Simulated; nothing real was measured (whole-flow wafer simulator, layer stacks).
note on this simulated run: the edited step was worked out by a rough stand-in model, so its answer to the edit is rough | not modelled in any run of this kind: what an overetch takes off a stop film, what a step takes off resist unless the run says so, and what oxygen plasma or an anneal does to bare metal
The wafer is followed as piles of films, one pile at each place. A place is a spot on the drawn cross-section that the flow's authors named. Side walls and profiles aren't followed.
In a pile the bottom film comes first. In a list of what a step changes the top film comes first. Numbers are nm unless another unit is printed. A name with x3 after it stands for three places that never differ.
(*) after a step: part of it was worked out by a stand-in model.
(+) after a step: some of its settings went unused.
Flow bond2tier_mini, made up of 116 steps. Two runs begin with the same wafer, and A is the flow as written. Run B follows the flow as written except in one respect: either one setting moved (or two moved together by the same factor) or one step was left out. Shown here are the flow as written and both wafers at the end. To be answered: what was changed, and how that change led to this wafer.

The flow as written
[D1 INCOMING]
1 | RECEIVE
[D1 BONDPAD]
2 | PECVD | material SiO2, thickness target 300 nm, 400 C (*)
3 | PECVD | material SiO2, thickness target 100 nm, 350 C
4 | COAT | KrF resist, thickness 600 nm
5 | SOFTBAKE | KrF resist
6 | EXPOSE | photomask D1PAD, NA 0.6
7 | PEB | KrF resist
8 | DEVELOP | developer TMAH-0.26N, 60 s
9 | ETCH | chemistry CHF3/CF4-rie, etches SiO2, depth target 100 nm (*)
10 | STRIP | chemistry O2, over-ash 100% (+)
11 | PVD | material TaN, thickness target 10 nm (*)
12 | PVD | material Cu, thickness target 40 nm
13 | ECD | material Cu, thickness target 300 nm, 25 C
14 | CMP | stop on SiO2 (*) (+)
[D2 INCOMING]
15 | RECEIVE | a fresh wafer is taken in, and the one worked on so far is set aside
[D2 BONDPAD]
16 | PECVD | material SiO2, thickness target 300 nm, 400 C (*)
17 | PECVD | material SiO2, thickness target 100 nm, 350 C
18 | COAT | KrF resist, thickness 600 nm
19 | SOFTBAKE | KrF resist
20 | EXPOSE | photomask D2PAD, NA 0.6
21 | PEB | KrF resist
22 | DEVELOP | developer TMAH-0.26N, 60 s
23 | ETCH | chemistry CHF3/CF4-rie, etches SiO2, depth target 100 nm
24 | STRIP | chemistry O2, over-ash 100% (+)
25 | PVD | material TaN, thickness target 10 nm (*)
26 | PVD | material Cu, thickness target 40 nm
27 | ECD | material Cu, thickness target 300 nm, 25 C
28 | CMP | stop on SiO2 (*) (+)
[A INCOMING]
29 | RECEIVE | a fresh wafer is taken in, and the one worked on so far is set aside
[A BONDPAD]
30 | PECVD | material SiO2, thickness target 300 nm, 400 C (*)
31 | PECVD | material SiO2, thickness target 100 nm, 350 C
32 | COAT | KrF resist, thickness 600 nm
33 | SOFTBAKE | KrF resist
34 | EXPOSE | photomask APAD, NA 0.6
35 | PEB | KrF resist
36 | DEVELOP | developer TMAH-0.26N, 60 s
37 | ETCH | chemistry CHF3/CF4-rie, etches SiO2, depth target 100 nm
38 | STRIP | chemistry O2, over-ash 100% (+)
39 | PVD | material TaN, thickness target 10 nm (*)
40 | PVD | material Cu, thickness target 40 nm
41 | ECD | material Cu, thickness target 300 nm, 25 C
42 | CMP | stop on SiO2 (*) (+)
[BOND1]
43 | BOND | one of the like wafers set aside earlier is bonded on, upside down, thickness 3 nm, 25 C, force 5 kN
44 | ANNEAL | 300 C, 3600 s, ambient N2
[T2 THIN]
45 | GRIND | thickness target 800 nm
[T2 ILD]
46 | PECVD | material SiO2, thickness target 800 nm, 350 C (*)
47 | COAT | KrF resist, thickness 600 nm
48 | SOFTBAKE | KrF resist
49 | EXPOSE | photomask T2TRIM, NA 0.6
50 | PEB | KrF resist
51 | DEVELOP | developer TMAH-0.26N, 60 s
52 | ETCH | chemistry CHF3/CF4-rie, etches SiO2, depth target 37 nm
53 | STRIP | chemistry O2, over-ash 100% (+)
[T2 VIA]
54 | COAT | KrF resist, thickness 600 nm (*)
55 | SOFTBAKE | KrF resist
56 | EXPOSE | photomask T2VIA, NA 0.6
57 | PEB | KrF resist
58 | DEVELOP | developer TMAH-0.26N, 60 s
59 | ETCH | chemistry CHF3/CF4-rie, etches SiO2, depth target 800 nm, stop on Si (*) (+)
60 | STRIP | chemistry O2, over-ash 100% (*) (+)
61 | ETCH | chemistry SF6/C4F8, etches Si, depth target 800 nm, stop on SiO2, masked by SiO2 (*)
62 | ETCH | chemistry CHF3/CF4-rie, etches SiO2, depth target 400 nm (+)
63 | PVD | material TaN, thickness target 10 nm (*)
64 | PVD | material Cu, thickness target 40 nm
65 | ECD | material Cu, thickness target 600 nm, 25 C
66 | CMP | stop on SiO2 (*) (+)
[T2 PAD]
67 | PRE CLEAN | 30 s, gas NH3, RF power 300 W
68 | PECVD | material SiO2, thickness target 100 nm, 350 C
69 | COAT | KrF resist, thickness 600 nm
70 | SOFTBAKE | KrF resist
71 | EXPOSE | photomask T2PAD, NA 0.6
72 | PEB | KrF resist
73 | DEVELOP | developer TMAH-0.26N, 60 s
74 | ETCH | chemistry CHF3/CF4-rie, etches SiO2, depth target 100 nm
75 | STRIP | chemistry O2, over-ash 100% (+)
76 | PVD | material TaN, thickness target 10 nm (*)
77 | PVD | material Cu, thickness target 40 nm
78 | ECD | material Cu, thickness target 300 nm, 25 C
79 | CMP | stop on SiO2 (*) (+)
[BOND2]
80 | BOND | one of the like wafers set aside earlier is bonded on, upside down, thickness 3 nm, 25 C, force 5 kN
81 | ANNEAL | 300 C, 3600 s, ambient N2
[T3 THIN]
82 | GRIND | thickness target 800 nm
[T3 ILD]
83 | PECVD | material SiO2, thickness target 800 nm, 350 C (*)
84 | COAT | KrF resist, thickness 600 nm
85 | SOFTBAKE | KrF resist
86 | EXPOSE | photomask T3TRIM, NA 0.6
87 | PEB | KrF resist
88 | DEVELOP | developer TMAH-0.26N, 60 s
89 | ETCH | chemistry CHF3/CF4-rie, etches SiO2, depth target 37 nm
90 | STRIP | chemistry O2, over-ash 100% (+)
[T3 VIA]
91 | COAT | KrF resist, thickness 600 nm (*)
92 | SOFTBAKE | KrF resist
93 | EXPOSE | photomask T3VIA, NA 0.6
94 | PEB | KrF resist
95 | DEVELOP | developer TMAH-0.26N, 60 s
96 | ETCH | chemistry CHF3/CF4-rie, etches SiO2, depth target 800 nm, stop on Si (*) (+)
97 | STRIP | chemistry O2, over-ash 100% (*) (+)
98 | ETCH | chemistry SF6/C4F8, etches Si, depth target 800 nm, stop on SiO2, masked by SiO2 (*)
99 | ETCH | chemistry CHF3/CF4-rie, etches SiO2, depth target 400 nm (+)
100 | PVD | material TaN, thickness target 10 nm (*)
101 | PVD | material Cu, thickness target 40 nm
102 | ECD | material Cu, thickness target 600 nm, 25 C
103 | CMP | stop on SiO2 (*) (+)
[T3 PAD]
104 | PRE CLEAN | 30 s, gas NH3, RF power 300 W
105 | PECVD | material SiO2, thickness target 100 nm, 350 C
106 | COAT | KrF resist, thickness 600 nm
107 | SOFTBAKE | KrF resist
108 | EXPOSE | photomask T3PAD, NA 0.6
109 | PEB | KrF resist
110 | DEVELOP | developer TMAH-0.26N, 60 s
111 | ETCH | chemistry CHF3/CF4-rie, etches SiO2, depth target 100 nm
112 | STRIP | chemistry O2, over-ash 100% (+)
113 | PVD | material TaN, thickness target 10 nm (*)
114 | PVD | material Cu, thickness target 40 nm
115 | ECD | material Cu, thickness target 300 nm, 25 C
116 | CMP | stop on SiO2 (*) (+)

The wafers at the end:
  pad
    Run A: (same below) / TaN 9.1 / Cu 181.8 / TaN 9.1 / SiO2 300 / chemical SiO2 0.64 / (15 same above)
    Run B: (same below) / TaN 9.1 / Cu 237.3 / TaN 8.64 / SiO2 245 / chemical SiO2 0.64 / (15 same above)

Cause: step 9, ETCH: depth target 155 nm was run, though the flow has depth target 100 nm.

The path from the change to this, step by step:
  9 | ETCH | chemistry CHF3/CF4-rie, etches SiO2, depth target 100 nm (*)
      pad, via: A SiO2 loses 100 | B SiO2 loses 155
      field: A KrF resist loses 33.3 | B KrF resist loses 51.7
  10 | STRIP | chemistry O2, over-ash 100% (+)
      field: A KrF resist loses 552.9 (all of it) | B KrF resist loses 534.6 (all of it)
  12 | PVD | material Cu, thickness target 40 nm
      pad: A Cu gains 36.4 (new film) | B Cu gains 34.6 (new film)
  13 | ECD | material Cu, thickness target 300 nm, 25 C
      pad: A Cu gains 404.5 | B Cu gains 461.8
      via: A Cu gains 400.2 | B Cu gains 455.6
  43 | BOND | one of the like wafers set aside earlier is bonded on, upside down, thickness 3 nm, 25 C, force 5 kN
      pad: A Si gains 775 um (new film), chemical SiO2 gains 0.64 (new film), SiO2 gains 300 (new film), TaN gains 9.1 (new film), Cu gains 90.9 | B Si gains 775 um (new film), chemical SiO2 gains 0.64 (new film), SiO2 gains 245 (new film), TaN gains 8.64 (new film), Cu gains 146.4
      via: A Si gains 775 um (new film), chemical SiO2 gains 0.64 (new film), SiO2 gains 300 (new film), TaN gains 9.97 (new film), Cu gains 90 | B Si gains 775 um (new film), chemical SiO2 gains 0.64 (new film), SiO2 gains 245 (new film), TaN gains 9.9 (new film), Cu gains 145.1
